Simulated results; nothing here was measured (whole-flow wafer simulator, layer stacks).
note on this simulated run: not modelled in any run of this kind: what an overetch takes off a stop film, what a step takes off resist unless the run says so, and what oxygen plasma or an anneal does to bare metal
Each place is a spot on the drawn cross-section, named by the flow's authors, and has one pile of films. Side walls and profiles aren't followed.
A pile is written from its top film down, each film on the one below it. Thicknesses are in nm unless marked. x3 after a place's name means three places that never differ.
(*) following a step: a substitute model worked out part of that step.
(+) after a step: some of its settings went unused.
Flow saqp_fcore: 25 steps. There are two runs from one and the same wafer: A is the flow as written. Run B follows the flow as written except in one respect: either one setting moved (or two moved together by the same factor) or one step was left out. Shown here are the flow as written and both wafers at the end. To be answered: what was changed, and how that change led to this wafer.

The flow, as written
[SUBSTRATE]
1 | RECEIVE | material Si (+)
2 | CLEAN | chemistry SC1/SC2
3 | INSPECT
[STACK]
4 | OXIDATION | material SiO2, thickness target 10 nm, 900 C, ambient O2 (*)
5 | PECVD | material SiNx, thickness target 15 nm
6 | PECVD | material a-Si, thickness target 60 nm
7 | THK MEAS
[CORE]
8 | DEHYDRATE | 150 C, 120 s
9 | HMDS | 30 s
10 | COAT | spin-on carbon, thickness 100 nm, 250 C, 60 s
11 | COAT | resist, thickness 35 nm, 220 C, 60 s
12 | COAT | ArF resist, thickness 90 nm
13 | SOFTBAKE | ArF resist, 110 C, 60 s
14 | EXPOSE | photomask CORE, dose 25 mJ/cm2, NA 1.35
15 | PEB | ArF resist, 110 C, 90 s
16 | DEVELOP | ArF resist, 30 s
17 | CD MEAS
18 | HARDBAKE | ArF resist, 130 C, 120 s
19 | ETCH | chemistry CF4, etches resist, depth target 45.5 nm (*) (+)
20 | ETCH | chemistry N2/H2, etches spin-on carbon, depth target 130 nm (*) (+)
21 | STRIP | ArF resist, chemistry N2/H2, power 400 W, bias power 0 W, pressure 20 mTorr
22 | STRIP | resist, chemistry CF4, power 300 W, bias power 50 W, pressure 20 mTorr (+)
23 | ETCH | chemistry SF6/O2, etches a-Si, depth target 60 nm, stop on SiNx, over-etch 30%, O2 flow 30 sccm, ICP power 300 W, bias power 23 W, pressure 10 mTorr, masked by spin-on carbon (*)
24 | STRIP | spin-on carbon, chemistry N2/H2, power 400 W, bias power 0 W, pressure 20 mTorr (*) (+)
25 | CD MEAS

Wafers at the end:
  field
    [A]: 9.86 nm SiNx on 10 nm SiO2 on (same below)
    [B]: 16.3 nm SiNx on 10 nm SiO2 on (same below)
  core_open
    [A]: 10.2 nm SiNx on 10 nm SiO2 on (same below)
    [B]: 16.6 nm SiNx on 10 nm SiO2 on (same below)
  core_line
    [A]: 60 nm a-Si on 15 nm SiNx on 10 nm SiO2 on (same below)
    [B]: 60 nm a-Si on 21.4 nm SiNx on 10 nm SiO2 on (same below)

What caused this: step 5, PECVD: thickness target 21.4 nm was run, though the flow has thickness target 15 nm.
The wafer itself shows it: core_line has SiNx 21.4, and step 5 as written asks for 15 nm.

The path from the change to this, step by step:
  5 | PECVD | material SiNx, thickness target 15 nm
      field, core_open, core_line: A SiNx gains 15 (new film) | B SiNx gains 21.4 (new film)
